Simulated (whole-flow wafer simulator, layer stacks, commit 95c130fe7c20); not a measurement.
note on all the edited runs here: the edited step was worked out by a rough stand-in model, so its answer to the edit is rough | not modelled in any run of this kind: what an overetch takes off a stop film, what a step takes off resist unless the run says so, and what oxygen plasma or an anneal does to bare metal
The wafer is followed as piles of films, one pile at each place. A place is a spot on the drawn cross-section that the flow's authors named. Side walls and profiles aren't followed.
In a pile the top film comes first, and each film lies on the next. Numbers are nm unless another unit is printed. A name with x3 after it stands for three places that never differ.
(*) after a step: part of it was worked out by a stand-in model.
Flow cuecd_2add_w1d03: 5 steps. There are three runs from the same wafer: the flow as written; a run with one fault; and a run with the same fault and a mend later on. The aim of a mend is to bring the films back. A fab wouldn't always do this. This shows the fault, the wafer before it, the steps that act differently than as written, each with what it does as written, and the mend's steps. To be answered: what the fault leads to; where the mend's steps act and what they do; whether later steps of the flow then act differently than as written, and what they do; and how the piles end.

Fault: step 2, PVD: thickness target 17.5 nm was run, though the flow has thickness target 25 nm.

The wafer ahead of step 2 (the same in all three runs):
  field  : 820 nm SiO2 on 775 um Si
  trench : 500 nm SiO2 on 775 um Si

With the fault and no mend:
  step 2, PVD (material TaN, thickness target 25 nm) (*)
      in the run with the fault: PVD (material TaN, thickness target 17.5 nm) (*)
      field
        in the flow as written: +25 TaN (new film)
        in the run with the fault: +17.5 TaN (new film)
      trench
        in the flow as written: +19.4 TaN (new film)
        in the run with the fault: +13.5 TaN (new film)
  None of the later steps of the flow differs from how it acts as written, at any place that is followed, by more than 2% or 0.5 nm, whichever is larger.
  By the end, the piles at field, trench depart from the flow's by more than 2% or 0.5 nm, whichever is larger.
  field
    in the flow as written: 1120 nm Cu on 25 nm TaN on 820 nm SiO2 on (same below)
    in the run with the fault: 1120 nm Cu on 17.5 nm TaN on 820 nm SiO2 on (same below)
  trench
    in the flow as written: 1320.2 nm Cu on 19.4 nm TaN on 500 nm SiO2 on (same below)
    in the run with the fault: 1318.1 nm Cu on 13.5 nm TaN on 500 nm SiO2 on (same below)

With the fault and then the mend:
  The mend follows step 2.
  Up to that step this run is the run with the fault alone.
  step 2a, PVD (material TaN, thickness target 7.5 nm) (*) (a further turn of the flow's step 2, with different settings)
      field
        +7.5 TaN
      trench
        +5.76 TaN
  None of the later steps of the flow acts differently than as written at any place that is followed.
  When the end is reached, the piles differ only a little from the flow's at the places that both follow, at most by 2% or 0.5 nm, whichever is larger.
